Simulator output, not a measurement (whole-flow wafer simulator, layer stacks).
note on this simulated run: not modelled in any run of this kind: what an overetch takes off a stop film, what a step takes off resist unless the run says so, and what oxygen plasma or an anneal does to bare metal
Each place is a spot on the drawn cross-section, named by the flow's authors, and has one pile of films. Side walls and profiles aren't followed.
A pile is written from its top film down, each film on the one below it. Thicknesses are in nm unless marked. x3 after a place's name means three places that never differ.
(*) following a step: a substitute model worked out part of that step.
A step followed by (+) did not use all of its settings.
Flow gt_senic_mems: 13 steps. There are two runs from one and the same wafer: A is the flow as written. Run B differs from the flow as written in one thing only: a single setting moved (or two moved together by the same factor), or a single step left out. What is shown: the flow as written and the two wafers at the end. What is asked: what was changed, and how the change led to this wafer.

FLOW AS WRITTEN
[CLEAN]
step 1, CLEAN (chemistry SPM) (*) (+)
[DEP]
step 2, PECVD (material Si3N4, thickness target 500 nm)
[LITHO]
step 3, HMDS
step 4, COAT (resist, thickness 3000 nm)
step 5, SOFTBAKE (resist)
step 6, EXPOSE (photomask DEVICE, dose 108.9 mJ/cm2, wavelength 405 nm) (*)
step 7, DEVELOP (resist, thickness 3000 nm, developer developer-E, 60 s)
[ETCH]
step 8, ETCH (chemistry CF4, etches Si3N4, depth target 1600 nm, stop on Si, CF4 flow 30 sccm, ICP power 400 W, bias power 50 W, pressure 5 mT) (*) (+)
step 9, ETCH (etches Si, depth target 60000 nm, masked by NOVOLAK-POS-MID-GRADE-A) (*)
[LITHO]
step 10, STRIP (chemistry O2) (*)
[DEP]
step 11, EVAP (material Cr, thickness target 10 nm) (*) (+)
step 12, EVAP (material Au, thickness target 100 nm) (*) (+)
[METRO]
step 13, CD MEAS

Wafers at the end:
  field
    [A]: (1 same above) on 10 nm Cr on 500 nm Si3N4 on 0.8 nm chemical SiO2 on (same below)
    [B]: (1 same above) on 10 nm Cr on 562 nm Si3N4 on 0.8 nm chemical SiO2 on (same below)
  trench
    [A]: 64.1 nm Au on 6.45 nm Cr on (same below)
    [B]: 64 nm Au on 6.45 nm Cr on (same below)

The reason: step 2, PECVD: thickness target 562 nm was run, whereas the flow has thickness target 500 nm.
The wafer lets one read it off: field has Si3N4 562, and step 2 as written asks for 500 nm.

How this came from the change, step by step:
  step 2, PECVD (material Si3N4, thickness target 500 nm)
      field, trench: A Si3N4 gains 500 (new film) | B Si3N4 gains 562 (new film)
  step 8, ETCH (chemistry CF4, etches Si3N4, depth target 1600 nm, stop on Si, CF4 flow 30 sccm, ICP power 400 W, bias power 50 W, pressure 5 mT) (*) (+)
      field: A resist loses 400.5 | B resist loses 441.9
      trench: A Si3N4 loses 500 (all of it), chemical SiO2 loses 0.8 (all of it) | B Si3N4 loses 562 (all of it), chemical SiO2 loses 0.8 (all of it)
  step 10, STRIP (chemistry O2) (*)
      field: A resist loses 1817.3 (all of it) | B resist loses 1776 (all of it)
